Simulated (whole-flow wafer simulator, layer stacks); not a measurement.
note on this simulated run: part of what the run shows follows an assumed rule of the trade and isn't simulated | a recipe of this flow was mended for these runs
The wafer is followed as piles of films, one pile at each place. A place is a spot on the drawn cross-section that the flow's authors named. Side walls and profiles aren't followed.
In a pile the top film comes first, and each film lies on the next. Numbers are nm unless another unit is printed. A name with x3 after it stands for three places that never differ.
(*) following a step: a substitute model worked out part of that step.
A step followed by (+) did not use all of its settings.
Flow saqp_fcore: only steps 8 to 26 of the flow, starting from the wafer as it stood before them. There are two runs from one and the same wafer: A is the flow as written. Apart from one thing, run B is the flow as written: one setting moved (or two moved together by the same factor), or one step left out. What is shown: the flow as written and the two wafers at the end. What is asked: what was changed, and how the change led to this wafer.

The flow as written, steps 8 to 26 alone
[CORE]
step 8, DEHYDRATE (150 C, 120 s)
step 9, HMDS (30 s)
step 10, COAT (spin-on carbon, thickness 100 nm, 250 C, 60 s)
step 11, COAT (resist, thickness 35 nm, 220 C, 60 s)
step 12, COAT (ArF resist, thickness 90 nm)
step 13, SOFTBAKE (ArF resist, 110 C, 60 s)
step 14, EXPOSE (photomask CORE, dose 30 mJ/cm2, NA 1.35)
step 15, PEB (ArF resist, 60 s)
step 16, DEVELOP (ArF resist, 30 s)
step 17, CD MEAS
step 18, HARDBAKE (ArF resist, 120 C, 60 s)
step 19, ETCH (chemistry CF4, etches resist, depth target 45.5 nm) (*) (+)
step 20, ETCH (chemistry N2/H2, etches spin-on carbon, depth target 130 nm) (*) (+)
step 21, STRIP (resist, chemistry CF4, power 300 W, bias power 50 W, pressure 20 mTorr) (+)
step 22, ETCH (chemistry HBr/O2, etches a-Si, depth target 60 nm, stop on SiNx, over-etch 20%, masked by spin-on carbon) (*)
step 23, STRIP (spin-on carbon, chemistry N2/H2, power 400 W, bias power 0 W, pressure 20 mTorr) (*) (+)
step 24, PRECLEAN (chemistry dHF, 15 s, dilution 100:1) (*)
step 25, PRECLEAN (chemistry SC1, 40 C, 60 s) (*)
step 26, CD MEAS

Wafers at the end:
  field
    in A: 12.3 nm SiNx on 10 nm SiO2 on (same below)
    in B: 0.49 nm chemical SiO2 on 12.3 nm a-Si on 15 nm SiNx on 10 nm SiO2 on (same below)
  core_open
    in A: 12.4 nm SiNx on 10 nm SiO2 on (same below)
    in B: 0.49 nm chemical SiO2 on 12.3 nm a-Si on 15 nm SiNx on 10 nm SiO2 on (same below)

Cause: step 19, ETCH: chemistry CF4, etches resist, depth target 45.5 nm (*) (+), was skipped.

Step by step, how the change led to this:
  step 20, ETCH (chemistry N2/H2, etches spin-on carbon, depth target 130 nm) (*) (+)
      field, core_open: A spin-on carbon loses 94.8 (all of it), a-Si loses 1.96 | B resist loses 35 (all of it), spin-on carbon loses 95
      core_line: A ArF resist loses 53.9 (all of it), resist loses 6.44 | B ArF resist loses 86.4 (all of it), resist loses 35 (all of it), spin-on carbon loses 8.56
  step 21, STRIP (resist, chemistry CF4, power 300 W, bias power 50 W, pressure 20 mTorr) (+)
      field: A a-Si loses 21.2 | B nothing
      core_open: A a-Si loses 18.7 | B nothing
      (and at 1 other place as well)
  step 22, ETCH (chemistry HBr/O2, etches a-Si, depth target 60 nm, stop on SiNx, over-etch 20%, masked by spin-on carbon) (*)
      field: A a-Si loses 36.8 (all of it), SiNx loses 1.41 | B spin-on carbon loses 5 (all of it), a-Si loses 47
      core_open: A a-Si loses 39.4 (all of it), SiNx loses 1.3 | B spin-on carbon loses 5 (all of it), a-Si loses 47
      (and at 1 other place as well)
  step 23, STRIP (spin-on carbon, chemistry N2/H2, power 400 W, bias power 0 W, pressure 20 mTorr) (*) (+)
      core_line: A spin-on carbon loses 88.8 (all of it) | B spin-on carbon loses 75.3 (all of it)
  step 24, PRECLEAN (chemistry dHF, 15 s, dilution 100:1) (*)
      field, core_open: A SiNx loses 1.31 | B nothing
  step 25, PRECLEAN (chemistry SC1, 40 C, 60 s) (*)
      field, core_open: A nothing | B chemical SiO2 gains 0.49 (new film), a-Si loses 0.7
